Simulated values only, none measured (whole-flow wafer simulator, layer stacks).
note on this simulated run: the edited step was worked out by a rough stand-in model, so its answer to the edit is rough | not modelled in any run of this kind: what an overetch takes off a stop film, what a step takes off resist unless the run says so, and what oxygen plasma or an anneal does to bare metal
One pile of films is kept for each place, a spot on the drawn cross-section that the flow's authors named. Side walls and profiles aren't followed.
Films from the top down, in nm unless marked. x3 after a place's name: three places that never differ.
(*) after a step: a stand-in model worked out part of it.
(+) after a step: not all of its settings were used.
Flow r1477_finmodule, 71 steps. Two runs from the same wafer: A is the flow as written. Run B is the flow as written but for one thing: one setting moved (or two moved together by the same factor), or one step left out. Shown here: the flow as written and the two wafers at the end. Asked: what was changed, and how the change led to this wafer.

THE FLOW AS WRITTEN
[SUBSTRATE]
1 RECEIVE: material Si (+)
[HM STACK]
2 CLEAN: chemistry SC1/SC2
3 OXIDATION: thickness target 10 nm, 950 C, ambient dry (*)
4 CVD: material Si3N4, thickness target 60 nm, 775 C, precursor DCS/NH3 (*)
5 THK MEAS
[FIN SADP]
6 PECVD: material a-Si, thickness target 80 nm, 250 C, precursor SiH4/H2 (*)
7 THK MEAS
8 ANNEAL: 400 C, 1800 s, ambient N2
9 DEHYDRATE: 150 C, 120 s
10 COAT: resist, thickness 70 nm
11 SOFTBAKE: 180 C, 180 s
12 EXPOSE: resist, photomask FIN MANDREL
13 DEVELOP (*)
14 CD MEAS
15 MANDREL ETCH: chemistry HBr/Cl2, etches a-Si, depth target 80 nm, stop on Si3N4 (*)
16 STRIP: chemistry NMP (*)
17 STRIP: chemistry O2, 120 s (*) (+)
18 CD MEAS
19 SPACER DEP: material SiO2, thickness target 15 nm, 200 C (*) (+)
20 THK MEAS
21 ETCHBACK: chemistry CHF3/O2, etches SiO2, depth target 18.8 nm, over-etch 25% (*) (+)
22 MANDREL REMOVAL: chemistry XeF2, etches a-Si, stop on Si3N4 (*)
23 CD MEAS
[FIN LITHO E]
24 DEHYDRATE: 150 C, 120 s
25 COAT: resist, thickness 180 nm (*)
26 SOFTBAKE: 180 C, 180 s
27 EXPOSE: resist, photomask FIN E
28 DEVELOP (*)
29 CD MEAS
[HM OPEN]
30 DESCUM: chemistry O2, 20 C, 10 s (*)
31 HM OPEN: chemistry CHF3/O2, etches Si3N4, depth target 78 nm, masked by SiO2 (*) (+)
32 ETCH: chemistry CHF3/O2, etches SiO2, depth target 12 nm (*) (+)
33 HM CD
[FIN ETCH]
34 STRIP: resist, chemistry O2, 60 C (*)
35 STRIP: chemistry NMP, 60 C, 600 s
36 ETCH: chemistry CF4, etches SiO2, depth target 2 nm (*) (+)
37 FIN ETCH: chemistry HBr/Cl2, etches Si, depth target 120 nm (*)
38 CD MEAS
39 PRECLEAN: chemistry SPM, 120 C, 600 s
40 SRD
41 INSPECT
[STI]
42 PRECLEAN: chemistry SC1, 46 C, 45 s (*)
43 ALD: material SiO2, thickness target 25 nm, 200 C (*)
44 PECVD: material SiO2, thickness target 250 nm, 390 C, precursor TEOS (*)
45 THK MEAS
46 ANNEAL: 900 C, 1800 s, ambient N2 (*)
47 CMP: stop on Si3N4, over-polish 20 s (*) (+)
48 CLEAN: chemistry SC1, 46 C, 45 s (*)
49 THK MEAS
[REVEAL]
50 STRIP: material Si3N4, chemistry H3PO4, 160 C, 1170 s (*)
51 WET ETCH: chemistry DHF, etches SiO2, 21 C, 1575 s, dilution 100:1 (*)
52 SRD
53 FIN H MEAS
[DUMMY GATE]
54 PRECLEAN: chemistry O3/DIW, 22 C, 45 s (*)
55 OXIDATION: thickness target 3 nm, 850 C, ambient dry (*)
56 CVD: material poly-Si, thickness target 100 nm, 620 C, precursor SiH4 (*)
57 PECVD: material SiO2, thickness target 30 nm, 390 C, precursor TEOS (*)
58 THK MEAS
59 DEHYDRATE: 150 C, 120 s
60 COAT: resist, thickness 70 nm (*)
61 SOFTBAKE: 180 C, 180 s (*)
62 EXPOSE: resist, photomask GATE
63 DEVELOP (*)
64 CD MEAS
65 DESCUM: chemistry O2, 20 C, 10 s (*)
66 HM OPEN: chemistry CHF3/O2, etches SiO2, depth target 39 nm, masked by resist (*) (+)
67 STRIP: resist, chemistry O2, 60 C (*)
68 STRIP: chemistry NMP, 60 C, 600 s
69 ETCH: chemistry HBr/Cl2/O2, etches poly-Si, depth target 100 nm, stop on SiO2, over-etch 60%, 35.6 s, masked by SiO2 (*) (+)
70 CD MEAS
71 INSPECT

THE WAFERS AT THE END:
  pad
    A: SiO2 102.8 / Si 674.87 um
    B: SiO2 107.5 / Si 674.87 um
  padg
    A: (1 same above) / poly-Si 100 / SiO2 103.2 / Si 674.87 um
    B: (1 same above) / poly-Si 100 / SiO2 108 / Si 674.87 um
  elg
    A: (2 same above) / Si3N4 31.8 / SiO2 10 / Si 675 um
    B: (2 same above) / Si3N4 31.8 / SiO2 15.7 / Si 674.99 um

The cause: step 3, OXIDATION: thickness target 15.7 nm was run, where the flow has thickness target 10 nm.
It can be read off the wafer: elg has SiO2 15.7, and step 3 as written asks for 10 nm.

How the change led to this, step by step:
  3 OXIDATION: thickness target 10 nm, 950 C, ambient dry (*)
      pad, padg, elg and 33 more: A SiO2 +10 (new film), chemical SiO2 -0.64 (all of it), Si -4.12 | B SiO2 +15.7 (new film), chemical SiO2 -0.64 (all of it), Si -6.62
  31 HM OPEN: chemistry CHF3/O2, etches Si3N4, depth target 78 nm, masked by SiO2 (*) (+)
      pad, padg, esg and 13 more: A Si3N4 -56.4 (all of it), SiO2 -10 (all of it) | B Si3N4 -56.4 (all of it), SiO2 -10.8
  32 ETCH: chemistry CHF3/O2, etches SiO2, depth target 12 nm (*) (+)
      pad, padg, e40sg and 11 more: A Si -2.4 | B SiO2 -4.89 (all of it), Si -1.42
      esg, eso: A Si -1.77 | B SiO2 -4.89 (all of it), Si -1.42
      (and at 6 more places)
  43 ALD: material SiO2, thickness target 25 nm, 200 C (*)
      esg: A SiO2 +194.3 (new film) | B SiO2 +199.6 (new film)
  47 CMP: stop on Si3N4, over-polish 20 s (*) (+)
      pad, padg, e40sg and 11 more: A SiO2 -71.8 | B SiO2 -67
      eso: A SiO2 -72.4 | B SiO2 -67
  51 WET ETCH: chemistry DHF, etches SiO2, 21 C, 1575 s, dilution 100:1 (*)
      s40sg_line, s45sg_line, s50sg_line, s40so_line, s45so_line, s50so_line: A SiO2 -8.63 (all of it) | B SiO2 -14.3 (all of it)
  56 CVD: material poly-Si, thickness target 100 nm, 620 C, precursor SiH4 (*)
      s40cg, s40co: A poly-Si +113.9 (new film) | B poly-Si +108.2 (new film)
      s45cg, s45co: A poly-Si +113.4 (new film) | B poly-Si +107.7 (new film)
      (and at 2 more places)
  60 COAT: resist, thickness 70 nm (*)
      s40sg, s40so: A resist +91 (new film) | B resist +85.6 (new film)
      s45sg, s45so: A resist +91 (new film) | B resist +85.5 (new film)
      (and at 2 more places)
  63 DEVELOP (*)
      s40so: A resist -91 (all of it) | B resist -85.6 (all of it)
      s45so: A resist -91 (all of it) | B resist -85.5 (all of it)
      (and at 1 more place)
  67 STRIP: resist, chemistry O2, 60 C (*)
      s40sg: A resist -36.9 (all of it) | B resist -31.5 (all of it)
      s45sg: A resist -36.9 (all of it) | B resist -31.4 (all of it)
      (and at 1 more place)
  69 ETCH: chemistry HBr/Cl2/O2, etches poly-Si, depth target 100 nm, stop on SiO2, over-etch 60%, 35.6 s, masked by SiO2 (*) (+)
      s40co: A chemical SiO2 -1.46 (all of it), poly-Si -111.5 (all of it), SiO2 -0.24 | B chemical SiO2 -1.46 (all of it), poly-Si -105.8 (all of it), SiO2 -0.27
      s45co: A chemical SiO2 -1.46 (all of it), poly-Si -110.9 (all of it), SiO2 -0.25 | B chemical SiO2 -1.46 (all of it), poly-Si -105.2 (all of it), SiO2 -0.27
      (and at 1 more place)
